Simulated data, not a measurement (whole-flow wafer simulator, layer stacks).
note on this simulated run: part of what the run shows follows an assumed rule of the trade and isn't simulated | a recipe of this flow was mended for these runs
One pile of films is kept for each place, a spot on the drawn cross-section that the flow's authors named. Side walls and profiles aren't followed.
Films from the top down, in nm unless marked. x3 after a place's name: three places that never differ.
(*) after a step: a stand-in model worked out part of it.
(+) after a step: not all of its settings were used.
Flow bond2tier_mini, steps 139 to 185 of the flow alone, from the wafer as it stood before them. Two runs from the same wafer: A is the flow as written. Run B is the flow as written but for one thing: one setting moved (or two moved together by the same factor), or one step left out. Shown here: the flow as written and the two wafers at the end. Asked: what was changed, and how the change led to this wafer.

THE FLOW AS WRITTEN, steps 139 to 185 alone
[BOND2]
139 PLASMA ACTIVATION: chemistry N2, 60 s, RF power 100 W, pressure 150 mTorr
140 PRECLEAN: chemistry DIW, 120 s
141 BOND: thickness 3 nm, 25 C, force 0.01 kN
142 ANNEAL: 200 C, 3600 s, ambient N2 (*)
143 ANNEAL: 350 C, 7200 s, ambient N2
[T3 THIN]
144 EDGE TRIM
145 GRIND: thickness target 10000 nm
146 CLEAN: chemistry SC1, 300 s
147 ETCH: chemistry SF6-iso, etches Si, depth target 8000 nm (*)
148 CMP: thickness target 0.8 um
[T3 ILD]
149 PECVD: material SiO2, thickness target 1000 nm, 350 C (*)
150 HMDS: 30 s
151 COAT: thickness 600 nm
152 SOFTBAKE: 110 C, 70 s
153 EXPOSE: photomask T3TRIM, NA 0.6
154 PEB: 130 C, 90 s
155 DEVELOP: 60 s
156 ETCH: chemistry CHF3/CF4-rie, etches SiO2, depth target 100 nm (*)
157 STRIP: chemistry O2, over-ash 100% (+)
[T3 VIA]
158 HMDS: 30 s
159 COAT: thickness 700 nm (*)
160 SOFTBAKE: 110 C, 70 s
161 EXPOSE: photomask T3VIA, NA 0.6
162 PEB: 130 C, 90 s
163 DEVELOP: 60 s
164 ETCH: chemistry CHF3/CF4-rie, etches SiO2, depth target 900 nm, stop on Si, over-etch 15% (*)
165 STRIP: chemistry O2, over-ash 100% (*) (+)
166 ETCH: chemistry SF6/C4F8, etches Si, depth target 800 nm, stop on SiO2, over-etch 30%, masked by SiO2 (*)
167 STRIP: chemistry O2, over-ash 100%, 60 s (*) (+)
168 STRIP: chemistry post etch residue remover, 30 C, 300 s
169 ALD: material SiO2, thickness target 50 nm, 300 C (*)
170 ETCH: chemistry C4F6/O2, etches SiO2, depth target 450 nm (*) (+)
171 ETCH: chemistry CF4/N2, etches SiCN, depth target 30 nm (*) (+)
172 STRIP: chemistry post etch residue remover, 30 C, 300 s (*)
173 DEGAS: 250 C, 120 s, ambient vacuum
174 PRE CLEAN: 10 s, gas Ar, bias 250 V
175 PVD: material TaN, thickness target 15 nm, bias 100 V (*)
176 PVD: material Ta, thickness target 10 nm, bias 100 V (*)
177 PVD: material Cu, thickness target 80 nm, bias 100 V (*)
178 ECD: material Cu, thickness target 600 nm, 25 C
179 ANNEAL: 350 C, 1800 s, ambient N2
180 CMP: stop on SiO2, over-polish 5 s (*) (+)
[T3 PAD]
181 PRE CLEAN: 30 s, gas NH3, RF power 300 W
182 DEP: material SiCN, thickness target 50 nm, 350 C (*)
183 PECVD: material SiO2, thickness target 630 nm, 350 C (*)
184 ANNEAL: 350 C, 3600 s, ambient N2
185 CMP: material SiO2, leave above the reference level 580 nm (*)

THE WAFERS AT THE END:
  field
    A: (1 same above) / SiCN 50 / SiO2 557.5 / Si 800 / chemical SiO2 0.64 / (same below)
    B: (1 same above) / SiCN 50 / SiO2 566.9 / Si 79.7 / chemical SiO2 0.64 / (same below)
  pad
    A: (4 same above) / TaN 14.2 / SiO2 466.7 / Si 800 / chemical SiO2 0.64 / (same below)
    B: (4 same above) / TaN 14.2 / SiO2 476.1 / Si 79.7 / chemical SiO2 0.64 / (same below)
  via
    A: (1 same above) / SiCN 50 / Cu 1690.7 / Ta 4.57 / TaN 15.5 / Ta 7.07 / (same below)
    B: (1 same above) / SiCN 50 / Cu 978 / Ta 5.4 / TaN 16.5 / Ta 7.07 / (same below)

The cause: step 147, ETCH: depth target 9920 nm was run, where the flow has depth target 8000 nm.

How the change led to this, step by step:
  147 ETCH: chemistry SF6-iso, etches Si, depth target 8000 nm (*)
      field, pad, via: A chemical SiO2 -0.6 (all of it), Si -8000 | B chemical SiO2 -0.6 (all of it), Si -9920
  148 CMP: thickness target 0.8 um
      field, pad, via: A Si -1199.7 | B nothing
  166 ETCH: chemistry SF6/C4F8, etches Si, depth target 800 nm, stop on SiO2, over-etch 30%, masked by SiO2 (*)
      field, pad: A SiO2 -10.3 | B SiO2 -0.89
      via: A Si -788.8 (all of it), chemical SiO2 -0.64 (all of it), SiO2 -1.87 | B Si -68.5 (all of it), chemical SiO2 -0.64 (all of it), SiO2 -9.07
  170 ETCH: chemistry C4F6/O2, etches SiO2, depth target 450 nm (*) (+)
      via: A SiO2 -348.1 (all of it), SiCN -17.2 | B SiO2 -340.9 (all of it), SiCN -18.4
  171 ETCH: chemistry CF4/N2, etches SiCN, depth target 30 nm (*) (+)
      via: A SiCN -17.6 (all of it), TaN -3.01 | B SiCN -16.4 (all of it), TaN -3.31
  175 PVD: material TaN, thickness target 15 nm, bias 100 V (*)
      via: A TaN +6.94 | B TaN +8.18
  176 PVD: material Ta, thickness target 10 nm, bias 100 V (*)
      via: A Ta +4.57 (new film) | B Ta +5.4 (new film)
  177 PVD: material Cu, thickness target 80 nm, bias 100 V (*)
      via: A Cu +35 (new film) | B Cu +41.9 (new film)
  178 ECD: material Cu, thickness target 600 nm, 25 C
      via: A Cu +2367 | B Cu +1647.4
